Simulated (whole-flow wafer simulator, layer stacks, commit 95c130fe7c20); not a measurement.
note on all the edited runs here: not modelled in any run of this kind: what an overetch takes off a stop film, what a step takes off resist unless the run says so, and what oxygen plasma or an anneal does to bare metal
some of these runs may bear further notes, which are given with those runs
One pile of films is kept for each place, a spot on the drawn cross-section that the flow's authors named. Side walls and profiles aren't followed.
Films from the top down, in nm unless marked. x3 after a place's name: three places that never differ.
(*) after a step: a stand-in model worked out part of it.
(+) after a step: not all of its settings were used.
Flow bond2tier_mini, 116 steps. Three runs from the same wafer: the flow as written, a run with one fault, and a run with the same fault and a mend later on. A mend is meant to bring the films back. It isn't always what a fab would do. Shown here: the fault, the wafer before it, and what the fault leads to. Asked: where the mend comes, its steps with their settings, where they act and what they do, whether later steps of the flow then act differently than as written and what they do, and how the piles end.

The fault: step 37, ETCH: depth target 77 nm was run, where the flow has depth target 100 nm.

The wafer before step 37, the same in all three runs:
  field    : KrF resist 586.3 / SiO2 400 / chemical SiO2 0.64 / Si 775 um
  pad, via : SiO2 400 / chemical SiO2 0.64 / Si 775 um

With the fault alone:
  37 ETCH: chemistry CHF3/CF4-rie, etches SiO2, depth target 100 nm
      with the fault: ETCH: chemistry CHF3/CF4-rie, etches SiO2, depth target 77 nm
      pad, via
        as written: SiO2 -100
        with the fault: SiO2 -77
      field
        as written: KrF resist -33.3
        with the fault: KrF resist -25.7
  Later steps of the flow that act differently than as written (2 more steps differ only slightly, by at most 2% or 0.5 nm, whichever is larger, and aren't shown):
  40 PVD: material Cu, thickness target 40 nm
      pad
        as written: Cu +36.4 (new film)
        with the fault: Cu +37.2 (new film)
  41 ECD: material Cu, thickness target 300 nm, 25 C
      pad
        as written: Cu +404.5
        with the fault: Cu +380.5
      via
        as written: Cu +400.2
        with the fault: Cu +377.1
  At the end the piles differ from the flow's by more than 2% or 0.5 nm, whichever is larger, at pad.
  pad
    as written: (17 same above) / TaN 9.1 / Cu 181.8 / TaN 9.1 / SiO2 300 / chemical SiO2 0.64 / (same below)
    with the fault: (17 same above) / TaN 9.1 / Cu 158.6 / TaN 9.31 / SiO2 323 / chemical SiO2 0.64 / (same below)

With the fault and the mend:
  The mend comes after step 38.
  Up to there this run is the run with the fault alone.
  38a COAT: KrF resist, thickness 600 nm (*) (the flow's step 32 once more)
      field
        KrF resist +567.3 (new film)
      pad
        KrF resist +634 (new film)
      via
        KrF resist +629.9 (new film)
  38b SOFTBAKE: KrF resist (the flow's step 33 once more)
      changes no film at any place that is followed
  38c EXPOSE: photomask APAD, NA 0.6 (the flow's step 34 once more)
      changes no film at any place that is followed
  38d PEB: KrF resist (the flow's step 35 once more)
      changes no film at any place that is followed
  38e DEVELOP: developer TMAH-0.26N, 60 s (the flow's step 36 once more)
      field
        KrF resist -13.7
      pad
        KrF resist -634 (all of it)
      via
        KrF resist -629.9 (all of it)
  38f ETCH: chemistry CHF3/CF4-rie, etches SiO2, depth target 23 nm (the flow's step 37 once more, with other settings)
      pad, via
        SiO2 -23
      field
        KrF resist -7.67
  38g STRIP: chemistry O2, over-ash 100% (+) (the flow's step 38 once more)
      field
        KrF resist -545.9 (all of it)
  No later step of the flow acts differently than as written at any place that is followed.
  At the end the piles are the same as the flow's at every place that both follow.
